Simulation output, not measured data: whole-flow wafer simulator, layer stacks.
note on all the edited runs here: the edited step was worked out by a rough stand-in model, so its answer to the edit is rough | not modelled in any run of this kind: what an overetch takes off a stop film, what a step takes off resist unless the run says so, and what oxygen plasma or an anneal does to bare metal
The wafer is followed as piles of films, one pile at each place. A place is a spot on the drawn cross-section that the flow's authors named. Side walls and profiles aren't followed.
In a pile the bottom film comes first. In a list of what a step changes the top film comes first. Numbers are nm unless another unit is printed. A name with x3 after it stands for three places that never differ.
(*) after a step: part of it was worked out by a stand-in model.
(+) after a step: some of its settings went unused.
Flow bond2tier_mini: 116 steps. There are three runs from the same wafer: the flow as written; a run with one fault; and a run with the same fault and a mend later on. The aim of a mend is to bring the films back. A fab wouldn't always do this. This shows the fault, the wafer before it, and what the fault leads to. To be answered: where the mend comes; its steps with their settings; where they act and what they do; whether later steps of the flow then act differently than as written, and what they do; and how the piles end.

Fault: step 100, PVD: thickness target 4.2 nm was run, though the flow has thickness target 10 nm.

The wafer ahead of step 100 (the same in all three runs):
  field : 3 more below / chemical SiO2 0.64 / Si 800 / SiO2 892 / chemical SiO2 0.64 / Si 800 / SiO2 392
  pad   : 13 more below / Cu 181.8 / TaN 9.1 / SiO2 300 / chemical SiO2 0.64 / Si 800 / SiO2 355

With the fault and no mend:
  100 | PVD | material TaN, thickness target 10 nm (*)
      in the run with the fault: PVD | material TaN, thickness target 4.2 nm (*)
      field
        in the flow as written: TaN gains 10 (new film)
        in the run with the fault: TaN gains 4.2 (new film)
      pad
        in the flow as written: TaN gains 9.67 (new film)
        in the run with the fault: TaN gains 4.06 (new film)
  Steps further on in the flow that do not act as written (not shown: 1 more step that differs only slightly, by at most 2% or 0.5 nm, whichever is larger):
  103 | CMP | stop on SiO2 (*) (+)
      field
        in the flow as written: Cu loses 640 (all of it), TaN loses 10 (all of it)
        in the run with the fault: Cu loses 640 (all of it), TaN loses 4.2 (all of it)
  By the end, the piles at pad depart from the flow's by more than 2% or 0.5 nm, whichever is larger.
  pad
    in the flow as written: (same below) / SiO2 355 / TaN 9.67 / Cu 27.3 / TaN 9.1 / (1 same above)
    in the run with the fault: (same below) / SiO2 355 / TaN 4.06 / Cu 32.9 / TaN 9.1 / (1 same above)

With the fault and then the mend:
  The mend follows step 100.
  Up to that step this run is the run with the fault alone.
  100a | PVD | material TaN, thickness target 5.8 nm (*) (a further turn of the flow's step 100, with different settings)
      field
        TaN gains 5.8
      pad
        TaN gains 5.6
  None of the later steps of the flow acts differently than as written at any place that is followed.
  When the end is reached, the piles differ only a little from the flow's at the places that both follow, at most by 2% or 0.5 nm, whichever is larger.
